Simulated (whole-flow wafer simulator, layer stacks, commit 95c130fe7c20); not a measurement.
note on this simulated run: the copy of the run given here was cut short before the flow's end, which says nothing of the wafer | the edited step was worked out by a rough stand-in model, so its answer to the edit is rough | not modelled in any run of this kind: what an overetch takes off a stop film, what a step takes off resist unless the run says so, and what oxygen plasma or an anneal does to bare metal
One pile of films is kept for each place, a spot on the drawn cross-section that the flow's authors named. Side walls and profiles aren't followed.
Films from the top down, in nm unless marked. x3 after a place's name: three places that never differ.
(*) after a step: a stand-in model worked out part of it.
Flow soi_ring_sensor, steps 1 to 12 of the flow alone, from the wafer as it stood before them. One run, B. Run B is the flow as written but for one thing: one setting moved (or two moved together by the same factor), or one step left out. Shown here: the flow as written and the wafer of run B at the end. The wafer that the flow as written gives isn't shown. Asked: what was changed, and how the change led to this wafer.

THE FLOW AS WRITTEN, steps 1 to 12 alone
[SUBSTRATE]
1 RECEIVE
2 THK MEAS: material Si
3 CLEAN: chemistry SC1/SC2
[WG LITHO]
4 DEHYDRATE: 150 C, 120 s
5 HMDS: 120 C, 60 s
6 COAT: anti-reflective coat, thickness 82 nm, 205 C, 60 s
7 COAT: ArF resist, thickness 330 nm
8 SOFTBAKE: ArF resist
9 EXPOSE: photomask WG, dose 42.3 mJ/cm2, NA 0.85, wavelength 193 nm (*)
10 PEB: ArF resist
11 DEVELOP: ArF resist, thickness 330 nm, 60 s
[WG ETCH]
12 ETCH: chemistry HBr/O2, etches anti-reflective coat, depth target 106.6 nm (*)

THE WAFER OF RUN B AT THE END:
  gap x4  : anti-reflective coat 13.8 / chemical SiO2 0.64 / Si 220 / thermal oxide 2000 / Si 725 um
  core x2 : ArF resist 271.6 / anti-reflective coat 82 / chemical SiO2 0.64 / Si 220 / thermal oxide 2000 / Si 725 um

The cause: step 12, ETCH: depth target 68.2 nm was run, where the flow has depth target 106.6 nm.

How the change led to this, step by step:
  12 ETCH: chemistry HBr/O2, etches anti-reflective coat, depth target 106.6 nm (*)
      gap x4: anti-reflective coat -68.2 (as written it would be: anti-reflective coat -82 (all of it), chemical SiO2 -0.64 (all of it))
      core x2: ArF resist -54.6 (as written it would be: ArF resist -85.3)
